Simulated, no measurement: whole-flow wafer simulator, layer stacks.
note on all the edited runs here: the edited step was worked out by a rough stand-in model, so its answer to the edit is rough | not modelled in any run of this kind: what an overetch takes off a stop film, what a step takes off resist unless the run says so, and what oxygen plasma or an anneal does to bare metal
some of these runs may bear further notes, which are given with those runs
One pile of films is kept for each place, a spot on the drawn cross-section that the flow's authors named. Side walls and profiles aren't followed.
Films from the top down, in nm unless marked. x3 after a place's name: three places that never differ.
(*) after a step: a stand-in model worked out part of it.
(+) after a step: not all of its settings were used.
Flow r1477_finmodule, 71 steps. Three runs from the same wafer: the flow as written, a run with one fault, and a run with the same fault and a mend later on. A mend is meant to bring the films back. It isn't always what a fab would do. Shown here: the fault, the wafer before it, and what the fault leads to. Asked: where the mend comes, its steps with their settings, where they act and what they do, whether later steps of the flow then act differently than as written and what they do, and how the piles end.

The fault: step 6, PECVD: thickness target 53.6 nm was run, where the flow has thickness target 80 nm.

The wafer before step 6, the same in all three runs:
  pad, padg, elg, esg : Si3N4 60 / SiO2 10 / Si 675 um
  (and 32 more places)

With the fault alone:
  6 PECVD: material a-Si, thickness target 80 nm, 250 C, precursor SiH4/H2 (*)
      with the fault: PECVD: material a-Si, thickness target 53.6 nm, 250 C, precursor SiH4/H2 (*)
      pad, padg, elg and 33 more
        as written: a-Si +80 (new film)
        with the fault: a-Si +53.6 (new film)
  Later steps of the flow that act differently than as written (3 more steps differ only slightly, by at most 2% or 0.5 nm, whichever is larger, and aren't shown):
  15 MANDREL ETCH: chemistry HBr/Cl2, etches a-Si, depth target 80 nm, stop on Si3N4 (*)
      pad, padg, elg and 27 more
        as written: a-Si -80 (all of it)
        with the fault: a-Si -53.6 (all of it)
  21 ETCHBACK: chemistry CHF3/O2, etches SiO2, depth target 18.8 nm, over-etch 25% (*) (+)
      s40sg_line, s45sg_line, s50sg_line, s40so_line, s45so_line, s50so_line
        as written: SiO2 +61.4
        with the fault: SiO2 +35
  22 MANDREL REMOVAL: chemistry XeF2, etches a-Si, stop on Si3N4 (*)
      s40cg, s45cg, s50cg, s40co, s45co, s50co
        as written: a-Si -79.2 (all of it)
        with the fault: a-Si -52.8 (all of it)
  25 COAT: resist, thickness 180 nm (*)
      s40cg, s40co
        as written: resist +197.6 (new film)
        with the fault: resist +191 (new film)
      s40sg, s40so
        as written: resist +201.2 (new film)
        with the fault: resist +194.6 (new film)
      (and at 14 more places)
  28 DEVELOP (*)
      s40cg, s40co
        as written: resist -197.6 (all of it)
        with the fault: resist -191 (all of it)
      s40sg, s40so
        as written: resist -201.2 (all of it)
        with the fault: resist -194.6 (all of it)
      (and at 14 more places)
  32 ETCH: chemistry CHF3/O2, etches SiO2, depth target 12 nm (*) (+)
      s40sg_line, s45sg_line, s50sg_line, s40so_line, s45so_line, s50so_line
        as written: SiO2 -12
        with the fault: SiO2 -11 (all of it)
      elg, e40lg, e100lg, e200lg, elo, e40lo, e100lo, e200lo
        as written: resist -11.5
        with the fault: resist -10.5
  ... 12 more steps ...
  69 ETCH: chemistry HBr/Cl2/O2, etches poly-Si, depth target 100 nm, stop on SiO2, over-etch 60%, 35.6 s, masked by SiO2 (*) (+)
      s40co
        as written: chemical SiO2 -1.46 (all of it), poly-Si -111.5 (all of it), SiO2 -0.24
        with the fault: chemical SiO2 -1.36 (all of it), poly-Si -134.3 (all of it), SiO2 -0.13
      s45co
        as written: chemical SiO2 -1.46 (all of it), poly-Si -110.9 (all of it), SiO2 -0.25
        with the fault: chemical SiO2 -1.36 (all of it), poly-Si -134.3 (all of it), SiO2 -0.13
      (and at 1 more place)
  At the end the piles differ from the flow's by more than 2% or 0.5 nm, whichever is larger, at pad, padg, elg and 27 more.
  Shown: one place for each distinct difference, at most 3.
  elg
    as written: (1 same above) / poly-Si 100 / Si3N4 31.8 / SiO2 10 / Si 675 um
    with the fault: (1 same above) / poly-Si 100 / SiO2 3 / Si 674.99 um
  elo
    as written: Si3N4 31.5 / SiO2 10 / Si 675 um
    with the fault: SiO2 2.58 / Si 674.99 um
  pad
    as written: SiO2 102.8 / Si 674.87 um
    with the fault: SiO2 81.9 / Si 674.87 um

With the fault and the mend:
  The mend comes after step 7.
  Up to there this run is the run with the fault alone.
  7a PECVD: material a-Si, thickness target 26.4 nm, 250 C, precursor SiH4/H2 (*) (the flow's step 6 once more, with other settings)
      pad, padg, elg and 33 more
        a-Si +26.4
  No later step of the flow acts differently than as written at any place that is followed.
  At the end the piles are the same as the flow's at every place that both follow.
